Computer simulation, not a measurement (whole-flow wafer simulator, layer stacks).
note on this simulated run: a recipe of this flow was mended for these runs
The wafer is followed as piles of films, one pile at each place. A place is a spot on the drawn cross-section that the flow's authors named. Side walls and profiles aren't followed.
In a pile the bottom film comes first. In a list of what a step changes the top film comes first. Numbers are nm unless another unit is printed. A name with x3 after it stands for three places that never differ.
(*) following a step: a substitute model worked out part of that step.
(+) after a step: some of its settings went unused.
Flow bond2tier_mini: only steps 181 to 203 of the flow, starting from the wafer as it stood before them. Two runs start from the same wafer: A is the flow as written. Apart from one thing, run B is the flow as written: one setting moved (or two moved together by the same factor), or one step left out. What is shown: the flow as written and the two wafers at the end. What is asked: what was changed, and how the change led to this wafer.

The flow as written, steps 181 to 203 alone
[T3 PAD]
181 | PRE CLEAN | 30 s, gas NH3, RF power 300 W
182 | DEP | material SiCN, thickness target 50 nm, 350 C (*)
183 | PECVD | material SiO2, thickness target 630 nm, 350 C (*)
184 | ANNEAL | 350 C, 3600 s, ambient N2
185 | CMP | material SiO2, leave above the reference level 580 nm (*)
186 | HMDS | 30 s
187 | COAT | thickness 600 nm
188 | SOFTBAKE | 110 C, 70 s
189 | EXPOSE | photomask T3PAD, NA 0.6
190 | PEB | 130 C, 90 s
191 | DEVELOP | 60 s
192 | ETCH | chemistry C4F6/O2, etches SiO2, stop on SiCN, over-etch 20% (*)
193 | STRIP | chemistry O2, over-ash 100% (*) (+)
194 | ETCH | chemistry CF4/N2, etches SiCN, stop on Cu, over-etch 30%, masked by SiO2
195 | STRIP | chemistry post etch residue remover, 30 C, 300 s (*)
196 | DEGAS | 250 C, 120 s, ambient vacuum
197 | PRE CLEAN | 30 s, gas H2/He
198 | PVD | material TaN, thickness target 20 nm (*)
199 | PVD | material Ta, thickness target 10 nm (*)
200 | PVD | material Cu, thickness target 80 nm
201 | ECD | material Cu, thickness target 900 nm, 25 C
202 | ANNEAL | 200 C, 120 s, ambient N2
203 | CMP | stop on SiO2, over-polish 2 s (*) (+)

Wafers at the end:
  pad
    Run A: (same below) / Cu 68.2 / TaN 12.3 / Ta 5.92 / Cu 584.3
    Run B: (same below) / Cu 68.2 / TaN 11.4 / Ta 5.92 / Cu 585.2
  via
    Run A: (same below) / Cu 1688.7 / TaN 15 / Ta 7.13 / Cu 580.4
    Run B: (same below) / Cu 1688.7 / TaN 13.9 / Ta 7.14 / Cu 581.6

What caused this: step 198, PVD: thickness target 18.5 nm was run, while the flow as written has thickness target 20 nm.

Step by step, how the change led to this:
  198 | PVD | material TaN, thickness target 20 nm (*)
      field: A +20 TaN (new film) | B +18.5 TaN (new film)
      pad: A +12.3 TaN (new film) | B +11.4 TaN (new film)
      (and at 1 other place as well)
  203 | CMP | stop on SiO2, over-polish 2 s (*) (+)
      field: A -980 Cu (all of it), -10 Ta (all of it), -20 TaN (all of it) | B -980 Cu (all of it), -10 Ta (all of it), -18.5 TaN (all of it)
